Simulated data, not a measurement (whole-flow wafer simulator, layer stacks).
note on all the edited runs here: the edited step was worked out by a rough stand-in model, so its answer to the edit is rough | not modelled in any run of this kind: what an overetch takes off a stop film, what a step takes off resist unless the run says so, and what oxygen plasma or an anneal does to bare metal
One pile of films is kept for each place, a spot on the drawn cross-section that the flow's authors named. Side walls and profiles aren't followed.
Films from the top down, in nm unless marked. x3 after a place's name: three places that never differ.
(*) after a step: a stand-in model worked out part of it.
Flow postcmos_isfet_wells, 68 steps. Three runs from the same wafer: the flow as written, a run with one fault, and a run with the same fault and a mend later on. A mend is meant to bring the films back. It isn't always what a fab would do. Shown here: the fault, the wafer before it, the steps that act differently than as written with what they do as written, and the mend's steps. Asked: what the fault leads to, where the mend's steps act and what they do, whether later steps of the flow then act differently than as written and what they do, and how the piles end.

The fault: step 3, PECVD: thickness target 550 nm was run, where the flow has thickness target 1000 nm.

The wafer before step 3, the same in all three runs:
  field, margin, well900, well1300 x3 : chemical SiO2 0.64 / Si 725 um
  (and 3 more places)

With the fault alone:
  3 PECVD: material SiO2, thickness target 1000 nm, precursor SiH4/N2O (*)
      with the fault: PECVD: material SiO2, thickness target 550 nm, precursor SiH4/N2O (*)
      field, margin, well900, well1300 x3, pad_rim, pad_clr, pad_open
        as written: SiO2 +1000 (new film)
        with the fault: SiO2 +550 (new film)
  No later step of the flow acts differently than as written at any place that is followed.
  At the end the piles differ from the flow's by more than 2% or 0.5 nm, whichever is larger, at field, margin, well900, well1300 x3, pad_rim, pad_clr, pad_open.
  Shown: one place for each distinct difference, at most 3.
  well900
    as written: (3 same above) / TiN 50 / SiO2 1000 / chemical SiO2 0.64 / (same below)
    with the fault: (3 same above) / TiN 50 / SiO2 550 / chemical SiO2 0.64 / (same below)
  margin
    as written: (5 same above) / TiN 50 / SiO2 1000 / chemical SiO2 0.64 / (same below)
    with the fault: (5 same above) / TiN 50 / SiO2 550 / chemical SiO2 0.64 / (same below)
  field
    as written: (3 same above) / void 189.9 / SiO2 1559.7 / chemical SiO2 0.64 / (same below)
    with the fault: (3 same above) / void 189.9 / SiO2 1109.7 / chemical SiO2 0.64 / (same below)

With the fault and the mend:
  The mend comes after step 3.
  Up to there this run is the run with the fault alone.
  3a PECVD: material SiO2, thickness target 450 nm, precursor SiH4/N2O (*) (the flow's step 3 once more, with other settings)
      field, margin, well900, well1300 x3, pad_rim, pad_clr, pad_open
        SiO2 +450
  No later step of the flow acts differently than as written at any place that is followed.
  At the end the piles are the same as the flow's at every place that both follow.
